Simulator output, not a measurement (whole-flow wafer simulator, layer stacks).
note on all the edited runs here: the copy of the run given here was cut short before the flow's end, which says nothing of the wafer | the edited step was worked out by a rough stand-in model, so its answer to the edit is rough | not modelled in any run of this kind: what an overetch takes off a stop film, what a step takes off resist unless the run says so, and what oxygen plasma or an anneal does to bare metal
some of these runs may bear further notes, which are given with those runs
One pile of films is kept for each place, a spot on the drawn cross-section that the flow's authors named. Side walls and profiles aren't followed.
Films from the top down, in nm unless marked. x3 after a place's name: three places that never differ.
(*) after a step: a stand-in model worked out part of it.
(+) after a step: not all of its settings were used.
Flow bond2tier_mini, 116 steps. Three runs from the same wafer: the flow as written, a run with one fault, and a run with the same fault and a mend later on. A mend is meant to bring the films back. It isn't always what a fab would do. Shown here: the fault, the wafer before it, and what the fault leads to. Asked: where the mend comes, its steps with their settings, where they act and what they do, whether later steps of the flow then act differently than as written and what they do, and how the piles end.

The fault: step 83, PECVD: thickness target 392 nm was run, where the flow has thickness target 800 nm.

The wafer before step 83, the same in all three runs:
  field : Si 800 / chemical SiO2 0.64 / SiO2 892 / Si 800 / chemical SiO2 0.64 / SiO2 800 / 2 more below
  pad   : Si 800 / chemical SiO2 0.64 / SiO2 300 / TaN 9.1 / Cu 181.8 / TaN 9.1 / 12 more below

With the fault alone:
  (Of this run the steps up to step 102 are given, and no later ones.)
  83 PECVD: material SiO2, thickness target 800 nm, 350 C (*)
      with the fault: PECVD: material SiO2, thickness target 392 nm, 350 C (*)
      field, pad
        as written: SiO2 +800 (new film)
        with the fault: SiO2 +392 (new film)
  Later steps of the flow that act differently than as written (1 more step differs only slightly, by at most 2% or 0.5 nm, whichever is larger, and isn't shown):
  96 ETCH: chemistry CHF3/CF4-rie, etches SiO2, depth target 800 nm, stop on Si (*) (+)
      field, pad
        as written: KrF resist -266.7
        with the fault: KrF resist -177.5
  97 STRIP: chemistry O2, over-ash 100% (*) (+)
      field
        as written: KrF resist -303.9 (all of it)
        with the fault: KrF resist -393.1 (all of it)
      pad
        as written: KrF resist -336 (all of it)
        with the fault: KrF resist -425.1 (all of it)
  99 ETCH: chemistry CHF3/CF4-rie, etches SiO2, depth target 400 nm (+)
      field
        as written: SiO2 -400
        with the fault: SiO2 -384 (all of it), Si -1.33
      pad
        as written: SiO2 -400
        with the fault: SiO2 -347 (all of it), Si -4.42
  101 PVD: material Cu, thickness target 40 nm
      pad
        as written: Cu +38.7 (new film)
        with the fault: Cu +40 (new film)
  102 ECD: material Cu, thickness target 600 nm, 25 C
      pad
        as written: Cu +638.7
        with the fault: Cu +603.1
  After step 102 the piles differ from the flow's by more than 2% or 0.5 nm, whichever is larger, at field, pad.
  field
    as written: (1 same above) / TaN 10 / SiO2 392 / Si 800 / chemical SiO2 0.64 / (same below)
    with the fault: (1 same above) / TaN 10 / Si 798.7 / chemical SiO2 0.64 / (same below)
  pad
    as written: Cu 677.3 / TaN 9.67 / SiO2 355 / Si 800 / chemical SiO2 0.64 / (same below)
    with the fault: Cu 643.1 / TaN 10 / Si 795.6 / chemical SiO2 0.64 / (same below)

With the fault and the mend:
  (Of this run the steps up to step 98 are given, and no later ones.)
  The mend comes after step 83.
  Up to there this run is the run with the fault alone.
  83a PECVD: material SiO2, thickness target 408 nm, 350 C (*) (the flow's step 83 once more, with other settings)
      field, pad
        SiO2 +408
  No later step of the flow up to step 98 acts differently than as written at any place that is followed.
  After step 98 the piles are the same as the flow's at every place that both follow.
